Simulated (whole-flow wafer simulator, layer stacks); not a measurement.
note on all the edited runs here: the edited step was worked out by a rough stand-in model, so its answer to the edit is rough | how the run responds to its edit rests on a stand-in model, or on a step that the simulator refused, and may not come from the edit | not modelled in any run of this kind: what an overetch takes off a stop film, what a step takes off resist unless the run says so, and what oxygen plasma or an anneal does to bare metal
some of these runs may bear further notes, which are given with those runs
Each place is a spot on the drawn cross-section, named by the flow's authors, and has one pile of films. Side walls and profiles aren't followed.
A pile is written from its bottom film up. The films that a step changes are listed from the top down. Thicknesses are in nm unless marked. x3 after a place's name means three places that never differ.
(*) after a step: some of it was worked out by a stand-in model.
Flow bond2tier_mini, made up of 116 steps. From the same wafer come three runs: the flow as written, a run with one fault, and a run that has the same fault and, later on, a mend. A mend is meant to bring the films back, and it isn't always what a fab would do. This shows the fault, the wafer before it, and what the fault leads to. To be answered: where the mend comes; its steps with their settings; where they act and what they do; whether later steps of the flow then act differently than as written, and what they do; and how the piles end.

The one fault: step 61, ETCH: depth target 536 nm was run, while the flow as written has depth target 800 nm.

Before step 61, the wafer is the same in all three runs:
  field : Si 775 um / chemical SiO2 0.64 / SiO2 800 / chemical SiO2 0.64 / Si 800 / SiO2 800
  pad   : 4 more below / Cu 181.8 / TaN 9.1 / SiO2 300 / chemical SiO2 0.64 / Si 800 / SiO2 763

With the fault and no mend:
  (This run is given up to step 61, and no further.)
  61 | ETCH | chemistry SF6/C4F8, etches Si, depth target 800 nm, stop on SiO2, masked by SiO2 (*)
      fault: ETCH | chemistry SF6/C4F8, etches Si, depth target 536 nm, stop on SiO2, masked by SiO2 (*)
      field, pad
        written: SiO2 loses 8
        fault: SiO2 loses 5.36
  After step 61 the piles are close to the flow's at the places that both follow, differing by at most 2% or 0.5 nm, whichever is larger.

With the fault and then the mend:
  The mend follows step 61.
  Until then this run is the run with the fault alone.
  61a | ETCH | chemistry SF6/C4F8, etches Si, depth target 264 nm, stop on SiO2, masked by SiO2 (*) (a further turn of the flow's step 61, with different settings)
      field, pad
        SiO2 loses 2.64
  Every later step of the flow that is run acts as written at every place that is followed.
  At every place that both follow, the piles at the end match the flow's.
